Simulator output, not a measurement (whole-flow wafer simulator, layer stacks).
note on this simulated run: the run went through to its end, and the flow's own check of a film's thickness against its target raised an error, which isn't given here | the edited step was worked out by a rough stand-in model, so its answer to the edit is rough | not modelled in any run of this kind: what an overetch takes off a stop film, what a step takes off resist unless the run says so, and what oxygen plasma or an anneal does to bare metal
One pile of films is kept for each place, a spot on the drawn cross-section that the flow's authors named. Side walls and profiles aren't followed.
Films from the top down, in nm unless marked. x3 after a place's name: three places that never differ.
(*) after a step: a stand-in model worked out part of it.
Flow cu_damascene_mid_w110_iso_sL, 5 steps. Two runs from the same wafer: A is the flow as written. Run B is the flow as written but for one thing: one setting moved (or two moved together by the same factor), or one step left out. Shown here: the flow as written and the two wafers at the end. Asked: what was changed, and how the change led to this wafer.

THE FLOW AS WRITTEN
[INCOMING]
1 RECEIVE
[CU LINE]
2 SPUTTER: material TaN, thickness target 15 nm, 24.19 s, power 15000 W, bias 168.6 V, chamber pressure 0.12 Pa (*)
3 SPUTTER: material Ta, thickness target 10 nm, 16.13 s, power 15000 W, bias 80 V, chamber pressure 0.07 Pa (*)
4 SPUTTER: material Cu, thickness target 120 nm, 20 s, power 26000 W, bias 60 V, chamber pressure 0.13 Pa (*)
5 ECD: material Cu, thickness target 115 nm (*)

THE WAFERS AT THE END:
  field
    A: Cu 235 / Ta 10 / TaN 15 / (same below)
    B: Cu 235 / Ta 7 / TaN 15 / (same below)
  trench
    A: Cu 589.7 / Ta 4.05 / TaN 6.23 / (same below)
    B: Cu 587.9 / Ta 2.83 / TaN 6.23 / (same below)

The cause: step 3, SPUTTER: thickness target 7 nm was run, where the flow has thickness target 10 nm.
It can be read off the wafer: field has Ta 7, and step 3 as written asks for 10 nm.

How the change led to this, step by step:
  3 SPUTTER: material Ta, thickness target 10 nm, 16.13 s, power 15000 W, bias 80 V, chamber pressure 0.07 Pa (*)
      field: A Ta +10 (new film) | B Ta +7 (new film)
      trench: A Ta +4.05 (new film) | B Ta +2.83 (new film)
